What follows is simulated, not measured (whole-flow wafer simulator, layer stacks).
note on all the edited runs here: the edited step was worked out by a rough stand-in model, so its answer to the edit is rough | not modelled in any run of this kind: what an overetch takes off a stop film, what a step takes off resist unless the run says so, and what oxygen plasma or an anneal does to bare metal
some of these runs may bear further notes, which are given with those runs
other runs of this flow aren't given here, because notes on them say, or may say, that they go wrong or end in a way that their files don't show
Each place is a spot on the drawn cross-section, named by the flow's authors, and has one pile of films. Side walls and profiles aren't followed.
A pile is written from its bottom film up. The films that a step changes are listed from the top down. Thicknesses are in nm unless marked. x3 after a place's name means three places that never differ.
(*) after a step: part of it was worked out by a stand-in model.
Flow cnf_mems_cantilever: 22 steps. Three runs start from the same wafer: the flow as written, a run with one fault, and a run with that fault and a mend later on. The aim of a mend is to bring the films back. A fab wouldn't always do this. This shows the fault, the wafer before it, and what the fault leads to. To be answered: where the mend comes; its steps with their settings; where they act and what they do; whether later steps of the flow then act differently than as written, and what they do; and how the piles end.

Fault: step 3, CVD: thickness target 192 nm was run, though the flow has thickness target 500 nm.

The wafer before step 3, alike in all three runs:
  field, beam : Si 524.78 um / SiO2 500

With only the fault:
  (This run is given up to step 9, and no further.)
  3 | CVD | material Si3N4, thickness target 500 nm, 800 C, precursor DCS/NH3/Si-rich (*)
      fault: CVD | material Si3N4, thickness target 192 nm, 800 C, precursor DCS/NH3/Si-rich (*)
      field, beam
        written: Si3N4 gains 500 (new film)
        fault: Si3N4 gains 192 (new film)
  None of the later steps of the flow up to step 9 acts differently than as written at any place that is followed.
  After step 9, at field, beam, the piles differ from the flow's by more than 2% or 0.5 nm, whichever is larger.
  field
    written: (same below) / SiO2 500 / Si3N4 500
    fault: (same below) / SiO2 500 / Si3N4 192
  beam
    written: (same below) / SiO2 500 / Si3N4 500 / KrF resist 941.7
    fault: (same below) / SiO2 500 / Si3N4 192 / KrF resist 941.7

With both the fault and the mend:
  The mend follows step 9.
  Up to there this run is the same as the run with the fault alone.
  9a | STRIP | chemistry O2, power 800 W (*)
      beam
        KrF resist loses 941.7 (all of it)
  9b | CLEAN | chemistry SC1/SC2 (*) (a further turn of the flow's step 1)
      leaves every film unchanged at each place that is followed
  9c | CVD | material Si3N4, thickness target 308 nm, 800 C, precursor DCS/NH3/Si-rich (*) (a further turn of the flow's step 3, with different settings)
      field, beam
        Si3N4 gains 308
  9d | HMDS (a further turn of the flow's step 4)
      leaves every film unchanged at each place that is followed
  9e | COAT | KrF resist, thickness 1000 nm (a further turn of the flow's step 5)
      field, beam
        KrF resist gains 1000 (new film)
  9f | SOFTBAKE | KrF resist (a further turn of the flow's step 6)
      leaves every film unchanged at each place that is followed
  9g | EXPOSE | photomask CANTILEVER (a further turn of the flow's step 7)
      leaves every film unchanged at each place that is followed
  9h | PEB | KrF resist, 135 C, 90 s (a further turn of the flow's step 8)
      field, beam
        KrF resist loses 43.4
  9i | DEVELOP | developer TMAH-0.26N, 60 s (a further turn of the flow's step 9)
      field
        KrF resist loses 956.6 (all of it)
      beam
        KrF resist loses 14.9
  None of the later steps of the flow acts differently than as written at any place that is followed.
  The piles end the same as the flow's at every place that both follow.
